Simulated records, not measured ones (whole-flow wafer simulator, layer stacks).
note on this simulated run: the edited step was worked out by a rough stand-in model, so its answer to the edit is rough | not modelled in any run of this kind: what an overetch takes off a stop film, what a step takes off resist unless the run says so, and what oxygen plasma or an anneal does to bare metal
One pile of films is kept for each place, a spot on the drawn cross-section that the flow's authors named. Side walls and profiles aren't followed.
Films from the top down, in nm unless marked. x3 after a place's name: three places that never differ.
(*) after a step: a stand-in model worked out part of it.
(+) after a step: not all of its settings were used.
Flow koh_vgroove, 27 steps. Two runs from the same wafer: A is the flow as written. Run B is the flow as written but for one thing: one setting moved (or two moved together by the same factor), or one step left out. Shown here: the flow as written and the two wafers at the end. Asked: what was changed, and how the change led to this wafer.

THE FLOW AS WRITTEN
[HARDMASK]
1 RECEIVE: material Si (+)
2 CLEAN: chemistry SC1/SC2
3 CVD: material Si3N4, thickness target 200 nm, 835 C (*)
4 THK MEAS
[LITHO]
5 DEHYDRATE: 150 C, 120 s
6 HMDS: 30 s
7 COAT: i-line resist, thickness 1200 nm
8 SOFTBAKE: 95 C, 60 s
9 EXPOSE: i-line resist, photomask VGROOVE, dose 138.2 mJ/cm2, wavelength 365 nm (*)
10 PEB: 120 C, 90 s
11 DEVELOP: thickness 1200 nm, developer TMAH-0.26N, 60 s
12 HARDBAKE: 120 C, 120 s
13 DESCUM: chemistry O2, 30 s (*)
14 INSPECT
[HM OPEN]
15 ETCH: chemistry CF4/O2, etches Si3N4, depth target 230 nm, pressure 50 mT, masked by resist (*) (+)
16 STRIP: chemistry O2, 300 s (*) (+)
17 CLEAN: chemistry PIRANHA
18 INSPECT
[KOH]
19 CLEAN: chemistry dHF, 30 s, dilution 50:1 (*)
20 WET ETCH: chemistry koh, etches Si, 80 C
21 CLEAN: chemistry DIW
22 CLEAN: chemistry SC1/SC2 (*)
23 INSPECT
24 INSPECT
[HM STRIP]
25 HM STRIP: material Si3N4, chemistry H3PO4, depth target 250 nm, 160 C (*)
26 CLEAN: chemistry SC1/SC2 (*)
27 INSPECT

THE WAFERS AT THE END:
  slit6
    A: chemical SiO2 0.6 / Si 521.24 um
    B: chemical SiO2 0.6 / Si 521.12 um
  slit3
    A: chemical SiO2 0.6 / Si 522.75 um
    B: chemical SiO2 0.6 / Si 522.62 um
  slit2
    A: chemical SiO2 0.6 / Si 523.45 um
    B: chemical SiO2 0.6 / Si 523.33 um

The cause: step 15, ETCH: depth target 356 nm was run, where the flow has depth target 230 nm.

How the change led to this, step by step:
  15 ETCH: chemistry CF4/O2, etches Si3N4, depth target 230 nm, pressure 50 mT, masked by resist (*) (+)
      slit3, slit2, slit6, slit20: A Si3N4 -200 (all of it), chemical SiO2 -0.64 (all of it), Si -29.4 | B Si3N4 -200 (all of it), chemical SiO2 -0.64 (all of it), Si -155.4
      field: A i-line resist -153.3 | B i-line resist -237.3
  16 STRIP: chemistry O2, 300 s (*) (+)
      field: A i-line resist -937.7 (all of it) | B i-line resist -853.7 (all of it)
